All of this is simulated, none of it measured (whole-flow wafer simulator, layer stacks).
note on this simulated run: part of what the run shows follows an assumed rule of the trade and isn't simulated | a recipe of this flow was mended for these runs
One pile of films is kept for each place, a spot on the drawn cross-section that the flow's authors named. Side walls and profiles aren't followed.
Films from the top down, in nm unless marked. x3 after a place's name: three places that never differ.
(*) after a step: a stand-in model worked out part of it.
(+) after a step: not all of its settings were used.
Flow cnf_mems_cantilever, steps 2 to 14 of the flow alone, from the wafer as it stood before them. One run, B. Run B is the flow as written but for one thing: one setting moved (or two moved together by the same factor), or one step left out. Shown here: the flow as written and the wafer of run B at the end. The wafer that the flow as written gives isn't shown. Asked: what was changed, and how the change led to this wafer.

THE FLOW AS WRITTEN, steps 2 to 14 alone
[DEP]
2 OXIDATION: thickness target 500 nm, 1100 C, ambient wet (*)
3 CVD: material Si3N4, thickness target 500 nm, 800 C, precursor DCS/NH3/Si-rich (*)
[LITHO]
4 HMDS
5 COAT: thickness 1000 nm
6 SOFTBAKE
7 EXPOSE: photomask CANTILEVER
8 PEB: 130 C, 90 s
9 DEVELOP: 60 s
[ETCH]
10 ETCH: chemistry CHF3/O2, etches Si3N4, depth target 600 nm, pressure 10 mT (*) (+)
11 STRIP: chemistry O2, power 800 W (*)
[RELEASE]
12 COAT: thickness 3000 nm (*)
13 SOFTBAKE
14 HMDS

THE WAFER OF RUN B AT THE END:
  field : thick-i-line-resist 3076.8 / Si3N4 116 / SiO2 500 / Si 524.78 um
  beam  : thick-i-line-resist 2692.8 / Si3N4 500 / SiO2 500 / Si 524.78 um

The cause: step 10, ETCH: depth target 384 nm was run, where the flow has depth target 600 nm.

How the change led to this, step by step:
  10 ETCH: chemistry CHF3/O2, etches Si3N4, depth target 600 nm, pressure 10 mT (*) (+)
      field: Si3N4 -384 (as written it would be: Si3N4 -500 (all of it), SiO2 -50)
      beam: KrF-resist -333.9 (as written it would be: KrF-resist -521.7)
  11 STRIP: chemistry O2, power 800 W (*)
      beam: KrF-resist -648.8 (all of it) (as written it would be: KrF-resist -460.9 (all of it))
  12 COAT: thickness 3000 nm (*)
      beam: thick-i-line-resist +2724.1 (new film) (as written it would be: thick-i-line-resist +2607.6 (new film))
  13 SOFTBAKE
      field: thick-i-line-resist +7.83 (as written it would be: thick-i-line-resist +11.9)
      beam: thick-i-line-resist -31.3 (as written it would be: thick-i-line-resist -47.6)
